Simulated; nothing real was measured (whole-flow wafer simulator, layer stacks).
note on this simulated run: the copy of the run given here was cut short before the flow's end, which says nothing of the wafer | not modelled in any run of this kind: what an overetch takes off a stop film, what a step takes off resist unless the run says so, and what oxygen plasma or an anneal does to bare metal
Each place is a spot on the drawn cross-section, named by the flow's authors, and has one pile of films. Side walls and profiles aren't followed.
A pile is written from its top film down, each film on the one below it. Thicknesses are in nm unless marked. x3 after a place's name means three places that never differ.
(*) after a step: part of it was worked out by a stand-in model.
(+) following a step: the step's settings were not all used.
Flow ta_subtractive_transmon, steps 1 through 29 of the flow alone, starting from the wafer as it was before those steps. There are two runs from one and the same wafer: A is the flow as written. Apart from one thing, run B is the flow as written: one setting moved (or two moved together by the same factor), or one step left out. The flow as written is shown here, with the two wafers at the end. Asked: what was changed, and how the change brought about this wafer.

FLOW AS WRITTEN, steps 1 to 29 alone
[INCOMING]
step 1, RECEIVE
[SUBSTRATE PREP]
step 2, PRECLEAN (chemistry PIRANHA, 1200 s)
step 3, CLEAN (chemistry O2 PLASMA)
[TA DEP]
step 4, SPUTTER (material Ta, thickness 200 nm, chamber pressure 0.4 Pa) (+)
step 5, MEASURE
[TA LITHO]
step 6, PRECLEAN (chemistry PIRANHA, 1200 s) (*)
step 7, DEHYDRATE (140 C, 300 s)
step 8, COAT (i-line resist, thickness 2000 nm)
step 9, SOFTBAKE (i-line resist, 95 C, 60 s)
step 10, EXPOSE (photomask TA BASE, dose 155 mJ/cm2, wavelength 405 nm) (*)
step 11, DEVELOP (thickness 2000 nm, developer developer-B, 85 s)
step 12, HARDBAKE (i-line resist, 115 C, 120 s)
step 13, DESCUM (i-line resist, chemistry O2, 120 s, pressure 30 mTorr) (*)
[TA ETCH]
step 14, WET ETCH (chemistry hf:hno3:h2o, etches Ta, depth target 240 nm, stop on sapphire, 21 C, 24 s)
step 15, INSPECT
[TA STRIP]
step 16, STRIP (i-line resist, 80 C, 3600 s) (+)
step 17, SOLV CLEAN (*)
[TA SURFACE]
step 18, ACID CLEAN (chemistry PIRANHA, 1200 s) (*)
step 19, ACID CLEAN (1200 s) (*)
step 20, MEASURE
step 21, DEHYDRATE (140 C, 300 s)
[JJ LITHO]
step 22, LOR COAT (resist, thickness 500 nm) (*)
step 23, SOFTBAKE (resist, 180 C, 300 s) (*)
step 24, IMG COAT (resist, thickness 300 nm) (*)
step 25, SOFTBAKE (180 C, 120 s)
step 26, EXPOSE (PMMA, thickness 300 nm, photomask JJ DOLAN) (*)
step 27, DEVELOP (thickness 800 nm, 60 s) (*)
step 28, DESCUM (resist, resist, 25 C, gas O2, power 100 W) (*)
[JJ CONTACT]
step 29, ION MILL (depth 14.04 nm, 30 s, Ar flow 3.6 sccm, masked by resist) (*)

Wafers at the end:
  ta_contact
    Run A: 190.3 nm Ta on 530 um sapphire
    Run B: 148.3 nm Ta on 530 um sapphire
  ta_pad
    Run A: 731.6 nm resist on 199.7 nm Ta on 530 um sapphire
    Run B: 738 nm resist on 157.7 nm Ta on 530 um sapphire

What caused this: step 4, SPUTTER: thickness 158 nm was run, while the flow as written has thickness 200 nm.

Step by step, how the change led to this:
  step 4, SPUTTER (material Ta, thickness 200 nm, chamber pressure 0.4 Pa) (+)
      field x2, jj_line, lead, ta_contact, ta_pad: A Ta gains 200 (new film) | B Ta gains 158 (new film)
  step 14, WET ETCH (chemistry hf:hno3:h2o, etches Ta, depth target 240 nm, stop on sapphire, 21 C, 24 s)
      field x2, jj_line, lead: A Ta loses 200 (all of it) | B Ta loses 158 (all of it)
  step 22, LOR COAT (resist, thickness 500 nm) (*)
      ta_contact: A resist gains 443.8 (new film) | B resist gains 454.7 (new film)
